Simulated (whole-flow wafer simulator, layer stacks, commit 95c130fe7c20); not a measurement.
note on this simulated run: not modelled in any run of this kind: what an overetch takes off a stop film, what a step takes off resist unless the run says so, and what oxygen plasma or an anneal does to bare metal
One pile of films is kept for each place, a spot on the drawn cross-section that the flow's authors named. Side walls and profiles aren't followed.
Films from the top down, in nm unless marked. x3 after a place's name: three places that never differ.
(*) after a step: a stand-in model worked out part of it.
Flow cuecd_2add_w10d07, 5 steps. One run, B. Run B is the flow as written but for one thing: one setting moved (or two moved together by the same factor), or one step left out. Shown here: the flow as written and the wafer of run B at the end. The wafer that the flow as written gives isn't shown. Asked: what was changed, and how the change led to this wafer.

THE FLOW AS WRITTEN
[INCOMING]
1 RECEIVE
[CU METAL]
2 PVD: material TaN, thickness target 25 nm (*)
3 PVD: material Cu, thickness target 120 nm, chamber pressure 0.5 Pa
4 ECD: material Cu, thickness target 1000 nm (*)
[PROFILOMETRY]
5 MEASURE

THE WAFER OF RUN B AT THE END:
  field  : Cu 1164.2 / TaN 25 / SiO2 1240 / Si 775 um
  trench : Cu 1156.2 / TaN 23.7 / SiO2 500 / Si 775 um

The cause: step 3, PVD: thickness target 164.2 nm was run, where the flow has thickness target 120 nm.

How the change led to this, step by step:
  3 PVD: material Cu, thickness target 120 nm, chamber pressure 0.5 Pa
      field: Cu +164.2 (new film) (as written it would be: Cu +120 (new film))
      trench: Cu +156.2 (new film) (as written it would be: Cu +114 (new film))
